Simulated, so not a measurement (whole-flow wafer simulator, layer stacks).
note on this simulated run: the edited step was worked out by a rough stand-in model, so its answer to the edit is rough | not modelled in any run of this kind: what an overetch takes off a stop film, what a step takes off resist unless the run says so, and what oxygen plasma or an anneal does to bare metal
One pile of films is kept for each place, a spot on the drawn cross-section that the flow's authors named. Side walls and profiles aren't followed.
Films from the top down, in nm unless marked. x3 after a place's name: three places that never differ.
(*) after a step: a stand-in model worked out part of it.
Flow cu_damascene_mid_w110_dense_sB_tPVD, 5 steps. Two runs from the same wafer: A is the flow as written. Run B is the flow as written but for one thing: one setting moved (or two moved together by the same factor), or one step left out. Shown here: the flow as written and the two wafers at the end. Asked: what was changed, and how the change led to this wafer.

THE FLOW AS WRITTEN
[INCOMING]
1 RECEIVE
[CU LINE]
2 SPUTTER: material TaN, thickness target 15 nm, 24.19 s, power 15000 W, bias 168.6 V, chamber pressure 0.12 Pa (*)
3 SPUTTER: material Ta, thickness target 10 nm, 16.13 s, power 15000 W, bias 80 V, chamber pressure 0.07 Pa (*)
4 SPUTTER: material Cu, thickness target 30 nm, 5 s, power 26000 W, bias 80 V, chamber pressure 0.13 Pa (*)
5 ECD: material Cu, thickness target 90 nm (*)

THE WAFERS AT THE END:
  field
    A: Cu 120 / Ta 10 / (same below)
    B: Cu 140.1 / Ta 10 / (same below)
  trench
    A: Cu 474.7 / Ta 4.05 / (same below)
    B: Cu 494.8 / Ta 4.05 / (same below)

The cause: step 5, ECD: thickness target 110.1 nm was run, where the flow has thickness target 90 nm.

How the change led to this, step by step:
  5 ECD: material Cu, thickness target 90 nm (*)
      field: A Cu +90 | B Cu +110.1
      trench: A Cu +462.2 | B Cu +482.3
